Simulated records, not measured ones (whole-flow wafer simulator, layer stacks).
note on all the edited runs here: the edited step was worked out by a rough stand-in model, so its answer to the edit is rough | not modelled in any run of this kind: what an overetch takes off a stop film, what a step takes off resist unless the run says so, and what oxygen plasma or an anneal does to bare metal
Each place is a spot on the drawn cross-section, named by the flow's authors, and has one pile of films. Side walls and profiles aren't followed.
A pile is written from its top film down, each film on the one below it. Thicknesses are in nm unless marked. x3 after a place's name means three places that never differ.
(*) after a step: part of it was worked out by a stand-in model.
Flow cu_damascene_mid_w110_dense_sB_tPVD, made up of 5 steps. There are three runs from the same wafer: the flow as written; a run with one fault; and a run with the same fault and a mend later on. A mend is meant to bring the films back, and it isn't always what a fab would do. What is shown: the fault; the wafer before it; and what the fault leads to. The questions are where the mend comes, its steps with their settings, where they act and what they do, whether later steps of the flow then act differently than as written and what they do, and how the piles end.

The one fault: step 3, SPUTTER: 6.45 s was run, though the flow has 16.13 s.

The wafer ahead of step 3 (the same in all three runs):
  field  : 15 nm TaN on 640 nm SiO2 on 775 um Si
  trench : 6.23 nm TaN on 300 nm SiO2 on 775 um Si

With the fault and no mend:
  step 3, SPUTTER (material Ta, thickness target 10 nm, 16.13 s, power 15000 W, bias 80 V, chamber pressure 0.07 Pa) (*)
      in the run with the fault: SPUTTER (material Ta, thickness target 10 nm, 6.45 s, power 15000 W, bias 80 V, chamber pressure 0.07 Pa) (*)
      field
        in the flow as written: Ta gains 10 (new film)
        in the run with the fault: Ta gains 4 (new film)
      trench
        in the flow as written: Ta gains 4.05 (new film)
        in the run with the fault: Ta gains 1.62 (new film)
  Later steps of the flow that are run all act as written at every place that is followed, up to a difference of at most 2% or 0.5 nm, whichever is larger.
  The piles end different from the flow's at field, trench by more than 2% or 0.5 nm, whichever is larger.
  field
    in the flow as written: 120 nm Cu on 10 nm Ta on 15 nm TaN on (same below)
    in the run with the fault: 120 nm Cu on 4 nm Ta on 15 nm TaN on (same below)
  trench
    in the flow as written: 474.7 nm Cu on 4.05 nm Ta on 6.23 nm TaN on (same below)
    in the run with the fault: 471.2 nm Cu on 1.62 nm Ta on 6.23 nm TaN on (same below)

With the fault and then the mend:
  The mend follows step 3.
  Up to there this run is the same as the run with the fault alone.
  step 3a, SPUTTER (material Ta, thickness target 10 nm, 9.68 s, power 15000 W, bias 80 V, chamber pressure 0.07 Pa) (*) (the flow's step 3, run once more with other settings)
      field
        Ta gains 6
      trench
        Ta gains 2.39
  Later steps of the flow that are run all act as written at every place that is followed, up to a difference of at most 2% or 0.5 nm, whichever is larger.
  The piles end only slightly different from the flow's at the places that both follow, by no more than 2% or 0.5 nm, whichever is larger.
